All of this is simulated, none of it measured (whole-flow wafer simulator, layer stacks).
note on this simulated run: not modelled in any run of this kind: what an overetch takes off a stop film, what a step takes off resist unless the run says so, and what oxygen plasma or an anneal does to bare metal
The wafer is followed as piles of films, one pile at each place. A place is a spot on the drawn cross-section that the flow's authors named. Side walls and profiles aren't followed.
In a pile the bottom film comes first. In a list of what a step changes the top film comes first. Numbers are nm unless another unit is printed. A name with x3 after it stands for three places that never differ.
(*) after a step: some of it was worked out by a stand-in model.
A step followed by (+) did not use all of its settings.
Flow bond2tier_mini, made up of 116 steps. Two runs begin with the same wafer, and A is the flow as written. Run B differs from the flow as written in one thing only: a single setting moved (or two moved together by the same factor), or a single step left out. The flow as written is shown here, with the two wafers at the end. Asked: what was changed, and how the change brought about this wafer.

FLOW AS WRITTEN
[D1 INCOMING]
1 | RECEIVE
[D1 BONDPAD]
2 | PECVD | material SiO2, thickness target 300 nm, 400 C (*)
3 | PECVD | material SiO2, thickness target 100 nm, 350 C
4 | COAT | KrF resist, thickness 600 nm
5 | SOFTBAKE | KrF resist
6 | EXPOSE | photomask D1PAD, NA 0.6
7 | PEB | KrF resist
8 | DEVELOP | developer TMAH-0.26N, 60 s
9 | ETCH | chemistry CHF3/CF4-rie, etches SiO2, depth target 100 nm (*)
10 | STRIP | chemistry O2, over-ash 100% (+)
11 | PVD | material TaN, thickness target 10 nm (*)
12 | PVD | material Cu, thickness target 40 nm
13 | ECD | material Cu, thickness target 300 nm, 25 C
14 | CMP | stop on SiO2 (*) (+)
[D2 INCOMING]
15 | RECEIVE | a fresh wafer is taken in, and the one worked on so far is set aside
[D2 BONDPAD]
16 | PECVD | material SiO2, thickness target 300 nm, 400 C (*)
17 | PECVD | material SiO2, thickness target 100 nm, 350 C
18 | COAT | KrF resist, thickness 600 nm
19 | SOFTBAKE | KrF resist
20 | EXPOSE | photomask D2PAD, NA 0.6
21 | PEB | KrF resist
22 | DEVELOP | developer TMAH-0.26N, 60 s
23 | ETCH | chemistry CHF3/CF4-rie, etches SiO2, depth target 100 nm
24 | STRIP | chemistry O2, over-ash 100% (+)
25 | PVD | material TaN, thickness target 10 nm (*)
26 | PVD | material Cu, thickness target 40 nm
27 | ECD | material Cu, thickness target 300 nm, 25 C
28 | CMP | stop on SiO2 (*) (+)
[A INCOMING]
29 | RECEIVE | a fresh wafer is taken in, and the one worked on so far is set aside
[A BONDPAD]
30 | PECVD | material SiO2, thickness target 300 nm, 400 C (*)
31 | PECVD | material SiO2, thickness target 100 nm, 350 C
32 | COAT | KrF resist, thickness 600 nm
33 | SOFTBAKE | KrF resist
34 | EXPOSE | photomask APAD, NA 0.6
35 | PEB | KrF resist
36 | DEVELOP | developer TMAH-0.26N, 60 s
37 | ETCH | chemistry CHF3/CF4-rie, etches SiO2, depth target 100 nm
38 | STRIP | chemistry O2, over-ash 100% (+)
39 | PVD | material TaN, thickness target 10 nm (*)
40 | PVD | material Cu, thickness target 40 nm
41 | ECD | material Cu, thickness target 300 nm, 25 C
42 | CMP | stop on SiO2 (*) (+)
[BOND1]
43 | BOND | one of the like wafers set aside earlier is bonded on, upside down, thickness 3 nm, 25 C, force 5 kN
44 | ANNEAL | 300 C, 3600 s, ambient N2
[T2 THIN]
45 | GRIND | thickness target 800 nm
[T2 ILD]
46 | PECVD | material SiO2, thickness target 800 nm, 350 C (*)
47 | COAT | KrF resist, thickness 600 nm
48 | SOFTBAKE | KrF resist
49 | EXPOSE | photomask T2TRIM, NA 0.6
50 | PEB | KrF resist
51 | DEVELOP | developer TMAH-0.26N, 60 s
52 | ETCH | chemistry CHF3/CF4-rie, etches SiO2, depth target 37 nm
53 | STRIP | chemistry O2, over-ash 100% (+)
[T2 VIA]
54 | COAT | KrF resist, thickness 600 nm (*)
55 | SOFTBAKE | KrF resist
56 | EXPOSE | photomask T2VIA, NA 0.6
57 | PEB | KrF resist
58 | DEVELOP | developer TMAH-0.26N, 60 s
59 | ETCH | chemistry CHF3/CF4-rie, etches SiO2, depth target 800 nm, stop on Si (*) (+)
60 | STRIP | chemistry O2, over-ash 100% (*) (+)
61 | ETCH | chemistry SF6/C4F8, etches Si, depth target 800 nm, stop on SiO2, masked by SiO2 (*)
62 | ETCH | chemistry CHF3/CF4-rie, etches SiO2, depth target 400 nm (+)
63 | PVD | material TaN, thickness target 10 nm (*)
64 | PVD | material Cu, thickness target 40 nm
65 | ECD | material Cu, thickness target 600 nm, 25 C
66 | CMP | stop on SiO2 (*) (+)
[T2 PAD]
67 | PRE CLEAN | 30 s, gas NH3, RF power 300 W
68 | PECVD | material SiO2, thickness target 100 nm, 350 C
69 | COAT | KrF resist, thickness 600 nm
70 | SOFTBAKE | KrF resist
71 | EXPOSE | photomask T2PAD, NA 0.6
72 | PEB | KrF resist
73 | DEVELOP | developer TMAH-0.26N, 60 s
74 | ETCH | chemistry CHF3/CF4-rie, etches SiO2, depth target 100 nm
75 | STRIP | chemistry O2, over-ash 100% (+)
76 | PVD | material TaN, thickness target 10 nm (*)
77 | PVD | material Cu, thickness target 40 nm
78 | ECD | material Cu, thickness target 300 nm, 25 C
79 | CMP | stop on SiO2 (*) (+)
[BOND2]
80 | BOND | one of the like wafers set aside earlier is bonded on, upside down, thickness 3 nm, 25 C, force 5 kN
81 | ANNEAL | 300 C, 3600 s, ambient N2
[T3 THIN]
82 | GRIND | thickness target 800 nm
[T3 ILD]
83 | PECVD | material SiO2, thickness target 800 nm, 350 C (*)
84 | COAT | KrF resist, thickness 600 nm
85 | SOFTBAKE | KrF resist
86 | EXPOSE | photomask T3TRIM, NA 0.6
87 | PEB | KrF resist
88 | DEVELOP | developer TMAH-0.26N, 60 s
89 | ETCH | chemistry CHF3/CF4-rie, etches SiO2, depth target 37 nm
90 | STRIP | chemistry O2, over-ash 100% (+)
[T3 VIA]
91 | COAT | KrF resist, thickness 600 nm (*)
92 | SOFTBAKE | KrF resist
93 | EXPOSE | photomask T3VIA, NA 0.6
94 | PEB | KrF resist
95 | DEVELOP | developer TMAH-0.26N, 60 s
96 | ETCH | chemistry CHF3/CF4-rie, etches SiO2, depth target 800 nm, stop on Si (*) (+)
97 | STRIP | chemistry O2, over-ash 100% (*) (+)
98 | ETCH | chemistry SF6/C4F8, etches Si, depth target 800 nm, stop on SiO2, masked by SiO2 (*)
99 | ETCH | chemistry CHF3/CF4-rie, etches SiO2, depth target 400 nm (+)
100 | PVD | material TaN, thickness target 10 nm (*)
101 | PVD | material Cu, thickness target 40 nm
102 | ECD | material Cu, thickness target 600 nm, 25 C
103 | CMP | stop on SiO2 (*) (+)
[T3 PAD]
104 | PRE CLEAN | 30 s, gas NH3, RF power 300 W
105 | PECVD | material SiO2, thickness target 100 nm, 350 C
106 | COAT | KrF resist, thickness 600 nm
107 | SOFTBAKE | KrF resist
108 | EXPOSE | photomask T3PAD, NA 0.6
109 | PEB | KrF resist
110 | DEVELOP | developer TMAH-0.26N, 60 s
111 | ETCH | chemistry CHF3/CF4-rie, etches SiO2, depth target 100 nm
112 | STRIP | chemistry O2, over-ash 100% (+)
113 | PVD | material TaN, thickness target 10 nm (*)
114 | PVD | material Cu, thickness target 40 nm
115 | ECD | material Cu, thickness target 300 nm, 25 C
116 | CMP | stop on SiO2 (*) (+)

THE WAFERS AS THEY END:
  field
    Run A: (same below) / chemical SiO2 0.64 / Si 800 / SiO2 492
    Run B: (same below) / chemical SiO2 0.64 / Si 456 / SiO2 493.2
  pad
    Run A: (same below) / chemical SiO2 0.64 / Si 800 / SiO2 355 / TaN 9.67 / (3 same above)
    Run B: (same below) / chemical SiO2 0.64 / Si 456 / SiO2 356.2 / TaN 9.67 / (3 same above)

The reason: step 82, GRIND: thickness target 456 nm was run, though the flow has thickness target 800 nm.
One can read it off the wafer: field has Si 456, and step 82 as written asks for 800 nm.

The path from the change to this, step by step:
  82 | GRIND | thickness target 800 nm
      field, pad: A -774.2 um Si | B -774.54 um Si
  98 | ETCH | chemistry SF6/C4F8, etches Si, depth target 800 nm, stop on SiO2, masked by SiO2 (*)
      field, pad: A -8 SiO2 | B -6.84 SiO2
